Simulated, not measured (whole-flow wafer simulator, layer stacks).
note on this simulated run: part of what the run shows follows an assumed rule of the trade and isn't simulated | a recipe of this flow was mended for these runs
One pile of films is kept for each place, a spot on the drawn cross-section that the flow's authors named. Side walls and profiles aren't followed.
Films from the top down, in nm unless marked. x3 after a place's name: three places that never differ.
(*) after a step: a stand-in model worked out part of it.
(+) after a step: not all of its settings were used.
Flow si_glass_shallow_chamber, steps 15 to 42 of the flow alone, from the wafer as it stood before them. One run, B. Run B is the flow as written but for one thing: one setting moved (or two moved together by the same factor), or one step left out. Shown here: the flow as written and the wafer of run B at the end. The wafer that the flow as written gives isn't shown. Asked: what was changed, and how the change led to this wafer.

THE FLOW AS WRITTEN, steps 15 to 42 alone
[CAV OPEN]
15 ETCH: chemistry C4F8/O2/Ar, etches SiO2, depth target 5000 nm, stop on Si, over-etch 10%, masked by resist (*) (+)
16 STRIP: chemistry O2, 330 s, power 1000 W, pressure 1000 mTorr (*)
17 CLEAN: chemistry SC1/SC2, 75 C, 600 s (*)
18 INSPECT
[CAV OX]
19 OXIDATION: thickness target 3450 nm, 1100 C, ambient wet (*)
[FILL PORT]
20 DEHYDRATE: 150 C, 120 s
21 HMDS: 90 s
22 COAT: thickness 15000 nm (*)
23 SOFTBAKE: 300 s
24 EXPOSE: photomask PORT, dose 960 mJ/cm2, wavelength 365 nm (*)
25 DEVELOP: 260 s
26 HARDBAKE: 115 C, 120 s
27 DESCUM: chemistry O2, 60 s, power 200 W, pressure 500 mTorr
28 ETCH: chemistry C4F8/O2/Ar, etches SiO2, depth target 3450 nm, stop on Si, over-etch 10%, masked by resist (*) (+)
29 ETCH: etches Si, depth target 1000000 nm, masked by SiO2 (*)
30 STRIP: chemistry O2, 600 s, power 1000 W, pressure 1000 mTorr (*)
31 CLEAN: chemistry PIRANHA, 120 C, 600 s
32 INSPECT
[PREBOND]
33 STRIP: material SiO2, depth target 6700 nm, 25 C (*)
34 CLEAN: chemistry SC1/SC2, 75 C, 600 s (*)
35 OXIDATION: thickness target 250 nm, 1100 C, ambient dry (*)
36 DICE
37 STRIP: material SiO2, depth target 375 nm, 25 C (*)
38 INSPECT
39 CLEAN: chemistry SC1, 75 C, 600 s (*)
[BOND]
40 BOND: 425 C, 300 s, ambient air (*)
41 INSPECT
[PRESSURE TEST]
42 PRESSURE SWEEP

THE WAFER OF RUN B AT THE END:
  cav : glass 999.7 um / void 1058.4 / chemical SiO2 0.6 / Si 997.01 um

The cause: step 15, ETCH: over-etch 4% was run, where the flow has over-etch 10%.

How the change led to this, step by step:
  15 ETCH: chemistry C4F8/O2/Ar, etches SiO2, depth target 5000 nm, stop on Si, over-etch 10%, masked by resist (*) (+)
      rim, ramp, septum, ring: thick-i-line-resist -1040 (as written it would be: thick-i-line-resist -1100)
      cav, port: SiO2 -5000 (all of it), Si -25 (as written it would be: SiO2 -5000 (all of it), Si -62.5)
  22 COAT: thickness 15000 nm (*)
      rim: thick-i-line-resist +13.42 um (new film) (as written it would be: thick-i-line-resist +13.4 um (new film))
      ramp: thick-i-line-resist +12.91 um (new film) (as written it would be: thick-i-line-resist +12.89 um (new film))
      (and at 1 more place)
  25 DEVELOP: 260 s
      port: thick-i-line-resist -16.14 um (all of it) (as written it would be: thick-i-line-resist -16.16 um (all of it))
  29 ETCH: etches Si, depth target 1000000 nm, masked by SiO2 (*)
      rim, ramp: thick-i-line-resist -11.5 um (all of it), SiO2 -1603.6 (as written it would be: thick-i-line-resist -11.47 um (all of it), SiO2 -1617.3)
      port: hole +997.09 um (new film), Si -997.09 um (all of it) (as written it would be: hole +997.05 um (new film), Si -997.05 um (all of it))
      (and at 1 more place)
  40 BOND: 425 C, 300 s, ambient air (*)
      cav: glass +999.7 um (new film), void +1058.4 (new film) (as written it would be: glass +999.7 um (new film), void +1095.9 (new film))
      port: glass +999.7 um (new film), hole +979.8 (as written it would be: glass +999.7 um (new film), hole +1017.3)
